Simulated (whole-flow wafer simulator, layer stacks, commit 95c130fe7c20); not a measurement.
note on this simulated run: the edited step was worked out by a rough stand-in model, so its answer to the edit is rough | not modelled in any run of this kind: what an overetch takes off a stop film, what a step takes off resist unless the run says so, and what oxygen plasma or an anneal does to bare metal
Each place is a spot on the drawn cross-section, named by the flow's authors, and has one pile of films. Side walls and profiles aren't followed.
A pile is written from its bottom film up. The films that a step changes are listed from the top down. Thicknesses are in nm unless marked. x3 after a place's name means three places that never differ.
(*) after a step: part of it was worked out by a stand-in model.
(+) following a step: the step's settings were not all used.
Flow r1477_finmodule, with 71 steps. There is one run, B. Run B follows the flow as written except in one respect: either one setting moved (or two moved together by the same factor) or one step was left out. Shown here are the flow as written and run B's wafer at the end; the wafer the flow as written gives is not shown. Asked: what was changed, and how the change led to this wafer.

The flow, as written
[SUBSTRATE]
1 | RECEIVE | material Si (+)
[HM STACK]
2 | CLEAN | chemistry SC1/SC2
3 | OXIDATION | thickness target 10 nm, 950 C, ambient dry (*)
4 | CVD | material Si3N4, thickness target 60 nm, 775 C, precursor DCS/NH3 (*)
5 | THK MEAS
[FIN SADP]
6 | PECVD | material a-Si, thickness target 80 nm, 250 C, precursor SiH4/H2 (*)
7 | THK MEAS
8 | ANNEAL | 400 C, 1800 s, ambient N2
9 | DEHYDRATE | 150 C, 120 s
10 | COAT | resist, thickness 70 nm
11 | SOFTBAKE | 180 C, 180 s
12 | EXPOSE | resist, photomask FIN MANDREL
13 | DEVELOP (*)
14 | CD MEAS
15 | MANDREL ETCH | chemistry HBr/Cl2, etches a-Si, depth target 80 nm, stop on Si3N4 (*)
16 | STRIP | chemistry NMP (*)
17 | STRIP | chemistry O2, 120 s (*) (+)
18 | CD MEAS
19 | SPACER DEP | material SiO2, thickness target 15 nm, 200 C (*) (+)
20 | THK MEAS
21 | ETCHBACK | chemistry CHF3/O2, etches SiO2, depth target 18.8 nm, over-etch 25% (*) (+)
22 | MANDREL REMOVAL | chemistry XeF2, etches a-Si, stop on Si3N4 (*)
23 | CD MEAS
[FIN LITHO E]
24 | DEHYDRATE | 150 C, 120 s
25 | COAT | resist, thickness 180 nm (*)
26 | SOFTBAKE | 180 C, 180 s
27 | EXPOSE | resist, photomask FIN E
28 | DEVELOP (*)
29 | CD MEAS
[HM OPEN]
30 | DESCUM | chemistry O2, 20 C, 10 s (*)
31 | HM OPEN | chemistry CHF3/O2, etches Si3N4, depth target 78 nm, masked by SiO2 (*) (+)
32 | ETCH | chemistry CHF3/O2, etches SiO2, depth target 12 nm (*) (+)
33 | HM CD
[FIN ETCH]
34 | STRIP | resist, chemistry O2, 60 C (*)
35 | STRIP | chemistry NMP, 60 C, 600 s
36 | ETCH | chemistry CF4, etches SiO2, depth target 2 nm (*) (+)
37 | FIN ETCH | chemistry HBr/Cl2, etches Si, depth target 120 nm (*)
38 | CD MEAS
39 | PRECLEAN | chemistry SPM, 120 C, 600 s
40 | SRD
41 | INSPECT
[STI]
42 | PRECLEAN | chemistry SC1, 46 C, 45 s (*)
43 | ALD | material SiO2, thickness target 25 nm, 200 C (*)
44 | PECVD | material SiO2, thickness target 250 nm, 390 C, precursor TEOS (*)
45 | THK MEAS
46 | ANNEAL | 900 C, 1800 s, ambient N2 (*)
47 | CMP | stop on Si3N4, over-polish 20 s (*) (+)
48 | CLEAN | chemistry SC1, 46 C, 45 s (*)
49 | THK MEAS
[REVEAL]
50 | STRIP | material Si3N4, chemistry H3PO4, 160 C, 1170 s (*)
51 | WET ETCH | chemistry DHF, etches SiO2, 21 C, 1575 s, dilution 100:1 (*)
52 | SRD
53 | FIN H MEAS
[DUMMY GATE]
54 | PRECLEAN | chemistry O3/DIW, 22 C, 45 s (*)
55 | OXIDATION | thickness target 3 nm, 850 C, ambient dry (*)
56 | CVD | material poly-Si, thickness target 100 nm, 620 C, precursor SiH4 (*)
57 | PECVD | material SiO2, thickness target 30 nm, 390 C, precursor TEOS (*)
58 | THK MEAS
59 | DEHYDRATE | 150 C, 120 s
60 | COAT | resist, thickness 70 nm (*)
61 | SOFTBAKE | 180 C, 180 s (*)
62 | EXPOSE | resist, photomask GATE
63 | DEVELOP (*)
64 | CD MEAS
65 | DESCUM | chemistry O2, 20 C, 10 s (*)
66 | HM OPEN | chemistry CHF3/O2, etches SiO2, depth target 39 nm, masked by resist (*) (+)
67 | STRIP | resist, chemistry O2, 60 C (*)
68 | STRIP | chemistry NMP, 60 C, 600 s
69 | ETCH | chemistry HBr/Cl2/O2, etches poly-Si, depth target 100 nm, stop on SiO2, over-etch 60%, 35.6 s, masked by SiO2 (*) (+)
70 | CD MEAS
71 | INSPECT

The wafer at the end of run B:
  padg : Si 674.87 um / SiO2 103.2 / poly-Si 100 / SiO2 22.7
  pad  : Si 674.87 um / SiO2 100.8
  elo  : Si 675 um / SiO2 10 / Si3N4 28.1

What caused this: step 69, ETCH: depth target 137.5 nm was run, while the flow as written has depth target 100 nm.

Step by step, how the change led to this:
  69 | ETCH | chemistry HBr/Cl2/O2, etches poly-Si, depth target 100 nm, stop on SiO2, over-etch 60%, 35.6 s, masked by SiO2 (*) (+)
      padg, elg, esg and 15 more: -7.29 SiO2 (it would be, as written: -5.3 SiO2)
      pad, eso, e40so and 8 more: -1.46 chemical SiO2 (all of it), -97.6 poly-Si (all of it), -2.41 SiO2 (it would be, as written: -1.46 chemical SiO2 (all of it), -97.6 poly-Si (all of it), -0.42 SiO2)
      (and at 7 other places as well)
